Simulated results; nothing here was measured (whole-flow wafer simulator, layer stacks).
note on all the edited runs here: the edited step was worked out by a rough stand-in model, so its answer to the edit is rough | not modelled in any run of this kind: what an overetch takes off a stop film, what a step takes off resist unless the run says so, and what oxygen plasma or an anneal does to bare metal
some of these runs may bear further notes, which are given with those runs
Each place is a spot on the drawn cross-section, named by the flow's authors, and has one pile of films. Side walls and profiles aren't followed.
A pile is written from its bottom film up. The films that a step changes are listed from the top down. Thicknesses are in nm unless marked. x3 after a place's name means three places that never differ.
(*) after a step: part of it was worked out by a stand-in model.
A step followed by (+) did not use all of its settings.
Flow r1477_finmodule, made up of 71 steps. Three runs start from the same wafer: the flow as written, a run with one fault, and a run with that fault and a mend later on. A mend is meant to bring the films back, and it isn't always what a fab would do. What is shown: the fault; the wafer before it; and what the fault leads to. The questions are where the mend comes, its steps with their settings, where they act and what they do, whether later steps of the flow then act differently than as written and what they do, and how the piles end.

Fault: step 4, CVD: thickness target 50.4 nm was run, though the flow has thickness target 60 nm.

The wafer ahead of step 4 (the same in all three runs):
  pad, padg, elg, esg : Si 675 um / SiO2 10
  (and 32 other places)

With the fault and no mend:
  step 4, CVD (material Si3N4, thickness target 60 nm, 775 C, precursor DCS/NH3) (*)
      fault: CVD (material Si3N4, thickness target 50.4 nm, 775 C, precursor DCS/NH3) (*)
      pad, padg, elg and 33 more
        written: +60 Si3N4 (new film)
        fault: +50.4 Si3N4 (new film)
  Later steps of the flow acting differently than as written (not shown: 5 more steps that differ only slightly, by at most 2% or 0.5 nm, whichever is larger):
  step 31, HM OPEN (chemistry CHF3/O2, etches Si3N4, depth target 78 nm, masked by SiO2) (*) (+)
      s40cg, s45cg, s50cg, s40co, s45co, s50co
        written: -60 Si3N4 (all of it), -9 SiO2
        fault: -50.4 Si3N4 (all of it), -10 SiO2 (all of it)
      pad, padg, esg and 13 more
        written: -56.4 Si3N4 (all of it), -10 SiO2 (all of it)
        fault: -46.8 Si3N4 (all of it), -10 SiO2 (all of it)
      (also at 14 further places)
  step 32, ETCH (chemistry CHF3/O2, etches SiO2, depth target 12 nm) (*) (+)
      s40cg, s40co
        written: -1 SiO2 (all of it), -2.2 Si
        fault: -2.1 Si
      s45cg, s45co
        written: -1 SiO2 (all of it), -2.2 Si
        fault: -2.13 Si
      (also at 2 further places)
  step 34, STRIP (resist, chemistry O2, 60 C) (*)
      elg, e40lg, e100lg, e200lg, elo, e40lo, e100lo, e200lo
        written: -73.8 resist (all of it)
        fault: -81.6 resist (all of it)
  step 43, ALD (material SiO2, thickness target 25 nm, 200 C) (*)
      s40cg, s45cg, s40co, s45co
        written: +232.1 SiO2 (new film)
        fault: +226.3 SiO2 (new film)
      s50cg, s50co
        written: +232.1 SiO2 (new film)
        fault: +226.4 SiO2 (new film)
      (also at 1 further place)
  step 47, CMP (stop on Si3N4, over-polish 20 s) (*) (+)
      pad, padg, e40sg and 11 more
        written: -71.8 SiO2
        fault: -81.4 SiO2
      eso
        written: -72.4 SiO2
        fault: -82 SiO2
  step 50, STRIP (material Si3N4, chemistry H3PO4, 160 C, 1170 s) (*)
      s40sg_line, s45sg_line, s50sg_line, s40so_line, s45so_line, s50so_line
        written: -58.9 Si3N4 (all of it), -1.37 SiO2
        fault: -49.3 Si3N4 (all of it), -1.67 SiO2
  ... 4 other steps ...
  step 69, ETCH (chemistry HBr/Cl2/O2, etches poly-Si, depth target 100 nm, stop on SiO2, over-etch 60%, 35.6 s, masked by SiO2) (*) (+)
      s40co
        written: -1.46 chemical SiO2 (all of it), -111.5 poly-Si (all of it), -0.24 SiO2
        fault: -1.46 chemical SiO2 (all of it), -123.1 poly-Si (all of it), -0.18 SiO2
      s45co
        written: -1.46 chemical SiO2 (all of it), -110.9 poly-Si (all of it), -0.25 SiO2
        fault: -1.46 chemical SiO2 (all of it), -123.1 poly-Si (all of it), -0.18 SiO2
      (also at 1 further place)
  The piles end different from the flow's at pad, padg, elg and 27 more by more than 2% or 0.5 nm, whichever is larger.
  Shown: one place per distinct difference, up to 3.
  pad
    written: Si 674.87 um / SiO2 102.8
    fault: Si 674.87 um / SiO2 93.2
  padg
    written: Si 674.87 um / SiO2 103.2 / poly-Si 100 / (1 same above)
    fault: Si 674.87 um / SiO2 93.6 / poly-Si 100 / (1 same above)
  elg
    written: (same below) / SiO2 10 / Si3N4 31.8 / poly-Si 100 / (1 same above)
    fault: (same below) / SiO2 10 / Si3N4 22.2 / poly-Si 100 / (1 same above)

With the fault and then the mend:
  The mend stands after step 5.
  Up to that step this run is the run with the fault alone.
  step 5a, CVD (material Si3N4, thickness target 9.6 nm, 775 C, precursor DCS/NH3) (*) (the flow's step 4 again, with other settings)
      pad, padg, elg and 33 more
        +9.6 Si3N4
  Later steps of the flow that are run all act as written at every place that is followed.
  At every place that both follow, the piles at the end match the flow's.
